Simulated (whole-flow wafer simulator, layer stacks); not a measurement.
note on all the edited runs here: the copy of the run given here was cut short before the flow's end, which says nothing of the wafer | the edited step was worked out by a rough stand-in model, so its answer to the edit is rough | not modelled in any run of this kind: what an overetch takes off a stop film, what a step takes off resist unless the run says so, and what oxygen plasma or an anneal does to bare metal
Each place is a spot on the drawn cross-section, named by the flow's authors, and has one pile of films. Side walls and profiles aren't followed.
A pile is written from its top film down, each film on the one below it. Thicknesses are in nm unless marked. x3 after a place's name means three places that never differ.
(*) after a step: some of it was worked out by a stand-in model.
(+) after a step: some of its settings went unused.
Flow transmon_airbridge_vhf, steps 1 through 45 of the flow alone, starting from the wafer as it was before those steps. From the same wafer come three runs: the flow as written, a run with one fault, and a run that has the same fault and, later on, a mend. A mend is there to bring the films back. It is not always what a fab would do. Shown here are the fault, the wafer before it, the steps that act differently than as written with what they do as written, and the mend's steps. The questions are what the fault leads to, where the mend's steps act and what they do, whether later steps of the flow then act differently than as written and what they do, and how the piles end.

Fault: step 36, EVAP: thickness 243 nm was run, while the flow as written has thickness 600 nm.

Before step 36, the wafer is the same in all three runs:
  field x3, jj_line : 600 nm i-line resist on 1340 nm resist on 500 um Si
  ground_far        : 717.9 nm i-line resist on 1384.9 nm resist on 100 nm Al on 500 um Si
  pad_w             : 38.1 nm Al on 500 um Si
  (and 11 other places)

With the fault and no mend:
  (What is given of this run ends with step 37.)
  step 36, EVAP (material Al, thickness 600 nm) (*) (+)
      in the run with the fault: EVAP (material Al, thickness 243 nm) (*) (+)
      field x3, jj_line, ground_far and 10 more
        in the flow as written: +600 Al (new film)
        in the run with the fault: +243 Al (new film)
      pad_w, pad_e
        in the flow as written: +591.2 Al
        in the run with the fault: +239.4 Al
  Later steps of the flow acting differently than as written:
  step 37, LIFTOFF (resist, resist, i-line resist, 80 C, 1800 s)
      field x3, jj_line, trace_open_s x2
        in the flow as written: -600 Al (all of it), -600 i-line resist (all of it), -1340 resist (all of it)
        in the run with the fault: -243 Al (all of it), -600 i-line resist (all of it), -1340 resist (all of it)
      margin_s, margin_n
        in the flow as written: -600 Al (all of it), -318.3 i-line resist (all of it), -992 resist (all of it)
        in the run with the fault: -243 Al (all of it), -318.3 i-line resist (all of it), -992 resist (all of it)
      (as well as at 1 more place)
  After step 37, at pad_w, flank_w, gap_w, cpw_trace, gap_e, flank_e, pad_e, bridge_strip, the piles differ from the flow's by more than 2% or 0.5 nm, whichever is larger.
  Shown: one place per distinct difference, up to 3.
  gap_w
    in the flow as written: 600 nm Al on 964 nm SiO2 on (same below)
    in the run with the fault: 243 nm Al on 964 nm SiO2 on (same below)
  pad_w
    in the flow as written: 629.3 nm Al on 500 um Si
    in the run with the fault: 277.5 nm Al on 500 um Si
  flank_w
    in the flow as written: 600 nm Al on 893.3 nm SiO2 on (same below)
    in the run with the fault: 243 nm Al on 893.3 nm SiO2 on (same below)

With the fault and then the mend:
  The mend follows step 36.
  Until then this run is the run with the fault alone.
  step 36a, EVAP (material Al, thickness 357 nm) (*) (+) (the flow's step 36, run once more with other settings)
      field x3, jj_line, ground_far and 10 more
        +357 Al
      pad_w, pad_e
        +351.7 Al
  Later steps of the flow that are run all act as written at every place that is followed, up to a difference of at most 2% or 0.5 nm, whichever is larger.
  When the end is reached, the piles differ only a little from the flow's at the places that both follow, at most by 2% or 0.5 nm, whichever is larger.
